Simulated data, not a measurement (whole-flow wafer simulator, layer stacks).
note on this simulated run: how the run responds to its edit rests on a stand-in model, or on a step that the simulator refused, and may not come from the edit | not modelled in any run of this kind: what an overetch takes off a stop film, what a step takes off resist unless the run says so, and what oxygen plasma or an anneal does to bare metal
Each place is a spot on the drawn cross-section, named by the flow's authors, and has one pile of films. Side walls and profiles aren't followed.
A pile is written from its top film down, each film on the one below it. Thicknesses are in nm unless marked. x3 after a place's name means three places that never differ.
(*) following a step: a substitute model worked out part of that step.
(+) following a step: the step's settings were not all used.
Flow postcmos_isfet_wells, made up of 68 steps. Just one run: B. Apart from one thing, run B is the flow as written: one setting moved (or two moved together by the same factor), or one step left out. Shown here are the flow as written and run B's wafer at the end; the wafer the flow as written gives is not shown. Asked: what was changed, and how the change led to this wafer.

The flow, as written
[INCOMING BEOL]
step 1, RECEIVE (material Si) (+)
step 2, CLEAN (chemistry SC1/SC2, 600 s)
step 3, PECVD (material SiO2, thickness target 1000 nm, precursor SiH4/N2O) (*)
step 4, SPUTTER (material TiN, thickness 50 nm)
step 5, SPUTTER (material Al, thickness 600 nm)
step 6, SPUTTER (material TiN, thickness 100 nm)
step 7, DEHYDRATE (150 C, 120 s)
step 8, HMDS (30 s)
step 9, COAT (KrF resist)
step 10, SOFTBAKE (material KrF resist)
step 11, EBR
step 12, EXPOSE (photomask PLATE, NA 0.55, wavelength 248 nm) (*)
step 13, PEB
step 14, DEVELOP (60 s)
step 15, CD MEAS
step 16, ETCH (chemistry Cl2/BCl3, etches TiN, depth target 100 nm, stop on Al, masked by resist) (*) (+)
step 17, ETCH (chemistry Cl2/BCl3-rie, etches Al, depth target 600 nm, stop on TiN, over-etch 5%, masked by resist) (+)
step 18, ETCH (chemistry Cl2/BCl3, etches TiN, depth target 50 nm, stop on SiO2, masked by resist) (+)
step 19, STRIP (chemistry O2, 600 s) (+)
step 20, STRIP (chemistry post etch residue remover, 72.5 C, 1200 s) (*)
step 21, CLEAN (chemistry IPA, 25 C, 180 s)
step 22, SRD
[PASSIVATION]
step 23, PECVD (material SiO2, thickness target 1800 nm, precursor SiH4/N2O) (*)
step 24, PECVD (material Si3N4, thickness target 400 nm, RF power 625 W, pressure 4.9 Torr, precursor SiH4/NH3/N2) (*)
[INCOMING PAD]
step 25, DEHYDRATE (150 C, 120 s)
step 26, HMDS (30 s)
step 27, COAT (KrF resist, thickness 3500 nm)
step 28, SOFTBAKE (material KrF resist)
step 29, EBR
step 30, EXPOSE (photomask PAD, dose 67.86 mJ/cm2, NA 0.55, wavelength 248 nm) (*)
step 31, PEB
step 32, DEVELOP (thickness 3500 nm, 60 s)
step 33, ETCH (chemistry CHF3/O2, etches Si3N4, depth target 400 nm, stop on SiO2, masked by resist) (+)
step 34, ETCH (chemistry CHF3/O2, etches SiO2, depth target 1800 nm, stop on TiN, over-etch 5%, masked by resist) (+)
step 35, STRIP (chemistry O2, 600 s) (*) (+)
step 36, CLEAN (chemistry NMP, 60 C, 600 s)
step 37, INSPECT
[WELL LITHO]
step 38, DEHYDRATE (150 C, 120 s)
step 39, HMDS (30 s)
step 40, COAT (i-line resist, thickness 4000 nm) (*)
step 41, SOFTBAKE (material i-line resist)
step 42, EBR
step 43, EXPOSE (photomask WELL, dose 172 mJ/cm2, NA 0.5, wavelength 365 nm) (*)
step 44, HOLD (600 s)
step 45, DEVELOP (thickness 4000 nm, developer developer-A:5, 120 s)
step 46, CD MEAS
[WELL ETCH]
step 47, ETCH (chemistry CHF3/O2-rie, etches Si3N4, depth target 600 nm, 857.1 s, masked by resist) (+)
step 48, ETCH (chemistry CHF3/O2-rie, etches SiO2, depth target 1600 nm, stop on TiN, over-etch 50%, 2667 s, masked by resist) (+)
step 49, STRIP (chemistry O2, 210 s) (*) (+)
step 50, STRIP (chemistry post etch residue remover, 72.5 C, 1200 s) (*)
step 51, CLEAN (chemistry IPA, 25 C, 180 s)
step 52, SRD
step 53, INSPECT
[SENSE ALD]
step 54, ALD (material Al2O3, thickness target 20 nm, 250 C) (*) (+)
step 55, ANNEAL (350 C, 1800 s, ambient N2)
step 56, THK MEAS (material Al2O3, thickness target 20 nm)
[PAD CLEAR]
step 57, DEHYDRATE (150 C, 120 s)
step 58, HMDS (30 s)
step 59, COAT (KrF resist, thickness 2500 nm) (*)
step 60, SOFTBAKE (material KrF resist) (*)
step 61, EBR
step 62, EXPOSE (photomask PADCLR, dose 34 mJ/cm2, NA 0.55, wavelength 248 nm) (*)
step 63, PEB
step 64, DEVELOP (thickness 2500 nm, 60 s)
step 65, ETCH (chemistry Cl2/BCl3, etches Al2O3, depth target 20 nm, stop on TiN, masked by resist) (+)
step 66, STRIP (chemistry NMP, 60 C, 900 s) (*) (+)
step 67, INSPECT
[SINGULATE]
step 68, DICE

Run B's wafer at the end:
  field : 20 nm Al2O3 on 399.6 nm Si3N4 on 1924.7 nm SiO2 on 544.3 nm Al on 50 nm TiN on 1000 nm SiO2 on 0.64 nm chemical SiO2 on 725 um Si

What caused this: step 17, ETCH: chemistry Cl2/BCl3-rie, etches Al, depth target 600 nm, stop on TiN, over-etch 5%, masked by resist (+), was skipped.

The path from the change to this, step by step:
  step 18, ETCH (chemistry Cl2/BCl3, etches TiN, depth target 50 nm, stop on SiO2, masked by resist) (+)
      field: -50 Al (as written it would have been: -50 TiN (all of it))
  step 19, STRIP (chemistry O2, 600 s) (+)
      margin, well900, well1300, well2000, well3000, pad_rim, pad_clr, pad_open: -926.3 KrF resist (all of it) (as written it would have been: -626.3 KrF resist (all of it))
  step 20, STRIP (chemistry post etch residue remover, 72.5 C, 1200 s) (*)
      field: -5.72 Al (as written it would have been: nothing)
  step 23, PECVD (material SiO2, thickness target 1800 nm, precursor SiH4/N2O) (*)
      field: +1924.7 SiO2 (new film) (as written it would have been: +1800 SiO2 (new film), +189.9 void (new film), +559.7 SiO2)
Taking metal films that touch as one body, field has 1 body; the flow as written gives 0 bodies.
